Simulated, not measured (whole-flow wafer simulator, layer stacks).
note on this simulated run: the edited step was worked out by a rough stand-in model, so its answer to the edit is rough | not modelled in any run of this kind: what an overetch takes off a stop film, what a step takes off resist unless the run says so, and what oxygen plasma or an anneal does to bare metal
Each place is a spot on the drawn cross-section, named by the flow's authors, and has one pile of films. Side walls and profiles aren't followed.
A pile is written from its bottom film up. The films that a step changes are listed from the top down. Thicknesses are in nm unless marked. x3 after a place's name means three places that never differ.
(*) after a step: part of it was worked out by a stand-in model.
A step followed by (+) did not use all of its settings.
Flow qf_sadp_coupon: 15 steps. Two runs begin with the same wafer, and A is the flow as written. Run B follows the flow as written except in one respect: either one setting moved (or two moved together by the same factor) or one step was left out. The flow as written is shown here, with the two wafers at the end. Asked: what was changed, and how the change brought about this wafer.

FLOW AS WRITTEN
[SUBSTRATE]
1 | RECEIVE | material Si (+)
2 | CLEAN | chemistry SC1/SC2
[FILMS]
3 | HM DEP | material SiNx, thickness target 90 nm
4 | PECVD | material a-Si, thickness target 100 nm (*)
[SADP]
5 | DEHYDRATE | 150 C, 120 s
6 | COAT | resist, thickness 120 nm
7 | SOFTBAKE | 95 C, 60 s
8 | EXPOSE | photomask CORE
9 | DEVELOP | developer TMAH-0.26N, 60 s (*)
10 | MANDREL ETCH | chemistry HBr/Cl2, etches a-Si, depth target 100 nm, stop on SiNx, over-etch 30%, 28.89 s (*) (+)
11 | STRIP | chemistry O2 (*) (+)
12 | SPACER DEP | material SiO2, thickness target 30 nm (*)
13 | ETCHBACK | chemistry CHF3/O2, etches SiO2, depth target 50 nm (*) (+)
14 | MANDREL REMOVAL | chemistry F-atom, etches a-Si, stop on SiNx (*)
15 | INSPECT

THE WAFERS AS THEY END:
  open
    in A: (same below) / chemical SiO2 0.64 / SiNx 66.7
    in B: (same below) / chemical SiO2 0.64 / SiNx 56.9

The reason: step 10, MANDREL ETCH: depth target 152.5 nm was run, whereas the flow has depth target 100 nm; step 10, MANDREL ETCH: 44.06 s was run, where the flow has 28.89 s.

How this came from the change, step by step:
  10 | MANDREL ETCH | chemistry HBr/Cl2, etches a-Si, depth target 100 nm, stop on SiNx, over-etch 30%, 28.89 s (*) (+)
      m: A -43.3 resist | B -66.1 resist
      open: A -100 a-Si (all of it), -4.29 SiNx | B -100 a-Si (all of it), -14 SiNx
  11 | STRIP | chemistry O2 (*) (+)
      m: A +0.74 chemical SiO2 (new film), -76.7 resist (all of it), -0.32 a-Si | B +0.75 chemical SiO2 (new film), -53.9 resist (all of it), -0.33 a-Si
